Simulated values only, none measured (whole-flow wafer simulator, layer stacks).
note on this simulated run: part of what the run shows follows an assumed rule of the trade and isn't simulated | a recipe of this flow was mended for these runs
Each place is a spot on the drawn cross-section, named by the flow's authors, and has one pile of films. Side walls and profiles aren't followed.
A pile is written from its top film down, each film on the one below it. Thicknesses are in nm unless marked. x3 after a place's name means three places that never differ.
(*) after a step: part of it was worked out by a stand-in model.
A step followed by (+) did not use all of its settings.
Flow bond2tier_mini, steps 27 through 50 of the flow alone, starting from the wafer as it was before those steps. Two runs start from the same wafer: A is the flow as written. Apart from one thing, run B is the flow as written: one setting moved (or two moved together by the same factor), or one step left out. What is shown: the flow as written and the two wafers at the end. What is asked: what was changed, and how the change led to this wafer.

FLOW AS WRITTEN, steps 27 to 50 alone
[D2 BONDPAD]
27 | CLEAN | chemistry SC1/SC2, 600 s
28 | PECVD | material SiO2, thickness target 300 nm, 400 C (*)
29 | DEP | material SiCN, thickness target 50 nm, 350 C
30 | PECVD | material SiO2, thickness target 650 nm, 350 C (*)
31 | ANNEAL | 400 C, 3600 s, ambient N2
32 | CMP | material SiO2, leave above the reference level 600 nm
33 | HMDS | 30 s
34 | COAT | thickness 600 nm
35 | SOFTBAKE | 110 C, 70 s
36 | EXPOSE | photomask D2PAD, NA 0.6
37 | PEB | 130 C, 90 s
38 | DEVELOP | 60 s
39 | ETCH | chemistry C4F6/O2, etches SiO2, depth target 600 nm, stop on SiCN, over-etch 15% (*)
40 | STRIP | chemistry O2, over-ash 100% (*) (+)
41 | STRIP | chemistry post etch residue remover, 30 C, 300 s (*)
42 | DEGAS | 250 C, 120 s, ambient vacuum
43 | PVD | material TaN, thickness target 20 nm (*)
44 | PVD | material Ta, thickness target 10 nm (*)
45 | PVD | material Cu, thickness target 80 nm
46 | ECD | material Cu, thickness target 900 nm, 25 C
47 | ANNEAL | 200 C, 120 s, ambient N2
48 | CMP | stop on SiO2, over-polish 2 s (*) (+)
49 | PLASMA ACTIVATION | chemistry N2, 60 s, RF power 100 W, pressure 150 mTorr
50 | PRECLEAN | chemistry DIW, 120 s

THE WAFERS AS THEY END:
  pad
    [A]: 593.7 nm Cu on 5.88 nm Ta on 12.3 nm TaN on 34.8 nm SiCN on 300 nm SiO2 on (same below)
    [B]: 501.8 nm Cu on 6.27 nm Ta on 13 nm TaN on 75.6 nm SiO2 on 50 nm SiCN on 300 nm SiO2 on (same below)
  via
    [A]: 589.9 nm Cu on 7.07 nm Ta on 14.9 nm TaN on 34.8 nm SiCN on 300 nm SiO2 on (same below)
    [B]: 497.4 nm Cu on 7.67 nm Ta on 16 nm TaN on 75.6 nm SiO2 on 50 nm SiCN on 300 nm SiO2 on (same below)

What caused this: step 39, ETCH: depth target 456 nm was run, though the flow has depth target 600 nm.

Step by step, how the change led to this:
  39 | ETCH | chemistry C4F6/O2, etches SiO2, depth target 600 nm, stop on SiCN, over-etch 15% (*)
      pad, via: A -600 SiO2 (all of it), -15.2 SiCN | B -524.4 SiO2
      field: A -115 thick-KrF-resist | B -87.4 thick-KrF-resist
  40 | STRIP | chemistry O2, over-ash 100% (*) (+)
      field: A -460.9 thick-KrF-resist (all of it) | B -488.5 thick-KrF-resist (all of it)
  43 | PVD | material TaN, thickness target 20 nm (*)
      pad: A +12.3 TaN (new film) | B +13 TaN (new film)
      via: A +14.9 TaN (new film) | B +16 TaN (new film)
  44 | PVD | material Ta, thickness target 10 nm (*)
      via: A +7.07 Ta (new film) | B +7.67 Ta (new film)
  45 | PVD | material Cu, thickness target 80 nm
      pad: A +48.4 Cu (new film) | B +51.4 Cu (new film)
      via: A +59 Cu (new film) | B +63.5 Cu (new film)
  46 | ECD | material Cu, thickness target 900 nm, 25 C
      pad: A +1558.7 Cu | B +1463.7 Cu
      via: A +1544.3 Cu | B +1447.3 Cu
